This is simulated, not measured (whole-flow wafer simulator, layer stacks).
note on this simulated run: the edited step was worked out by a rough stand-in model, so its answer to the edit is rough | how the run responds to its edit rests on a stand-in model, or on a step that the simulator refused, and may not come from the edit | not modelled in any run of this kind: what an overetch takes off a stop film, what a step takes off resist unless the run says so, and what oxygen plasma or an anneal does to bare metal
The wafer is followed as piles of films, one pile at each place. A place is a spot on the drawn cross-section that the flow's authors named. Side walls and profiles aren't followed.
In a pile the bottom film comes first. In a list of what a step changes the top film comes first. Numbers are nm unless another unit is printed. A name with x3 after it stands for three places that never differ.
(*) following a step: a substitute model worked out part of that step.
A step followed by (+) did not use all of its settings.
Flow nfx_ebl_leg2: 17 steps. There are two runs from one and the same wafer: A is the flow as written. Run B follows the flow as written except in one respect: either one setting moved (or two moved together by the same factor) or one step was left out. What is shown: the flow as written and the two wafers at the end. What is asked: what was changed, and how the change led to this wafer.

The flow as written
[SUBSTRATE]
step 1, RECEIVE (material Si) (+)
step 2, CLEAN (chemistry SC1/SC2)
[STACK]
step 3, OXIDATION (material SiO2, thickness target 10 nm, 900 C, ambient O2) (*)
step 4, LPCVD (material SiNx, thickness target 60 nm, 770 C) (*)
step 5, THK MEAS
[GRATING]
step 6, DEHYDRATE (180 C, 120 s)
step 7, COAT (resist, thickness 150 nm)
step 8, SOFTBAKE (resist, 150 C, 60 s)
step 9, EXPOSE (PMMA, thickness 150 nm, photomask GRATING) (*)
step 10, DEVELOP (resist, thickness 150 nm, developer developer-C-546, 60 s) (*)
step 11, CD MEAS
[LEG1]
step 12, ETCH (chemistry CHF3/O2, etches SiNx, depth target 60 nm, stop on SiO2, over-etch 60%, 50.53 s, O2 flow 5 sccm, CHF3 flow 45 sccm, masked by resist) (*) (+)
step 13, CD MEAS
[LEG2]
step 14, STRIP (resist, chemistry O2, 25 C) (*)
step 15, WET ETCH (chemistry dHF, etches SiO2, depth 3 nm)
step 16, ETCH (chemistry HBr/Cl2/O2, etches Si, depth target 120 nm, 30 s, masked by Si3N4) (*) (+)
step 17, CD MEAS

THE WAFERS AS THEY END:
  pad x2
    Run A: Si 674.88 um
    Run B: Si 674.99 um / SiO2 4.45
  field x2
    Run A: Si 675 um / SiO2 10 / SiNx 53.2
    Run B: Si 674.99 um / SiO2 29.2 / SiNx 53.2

Cause: step 3, OXIDATION: 1012 C was run, whereas the flow has 900 C.

How this came from the change, step by step:
  step 3, OXIDATION (material SiO2, thickness target 10 nm, 900 C, ambient O2) (*)
      field x2, pad x2: A +10 SiO2 (new film), -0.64 chemical SiO2 (all of it), -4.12 Si | B +29.2 SiO2 (new film), -0.64 chemical SiO2 (all of it), -12.6 Si
  step 12, ETCH (chemistry CHF3/O2, etches SiNx, depth target 60 nm, stop on SiO2, over-etch 60%, 50.53 s, O2 flow 5 sccm, CHF3 flow 45 sccm, masked by resist) (*) (+)
      pad x2: A -60 SiNx (all of it), -10 SiO2 (all of it) | B -60 SiNx (all of it), -18 SiO2
  step 14, STRIP (resist, chemistry O2, 25 C) (*)
      pad x2: A +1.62 chemical SiO2 (new film), -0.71 Si | B nothing
  step 15, WET ETCH (chemistry dHF, etches SiO2, depth 3 nm)
      pad x2: A -1.62 chemical SiO2 (all of it) | B -3 SiO2
  step 16, ETCH (chemistry HBr/Cl2/O2, etches Si, depth target 120 nm, 30 s, masked by Si3N4) (*) (+)
      pad x2: A -120 Si | B -3.75 SiO2
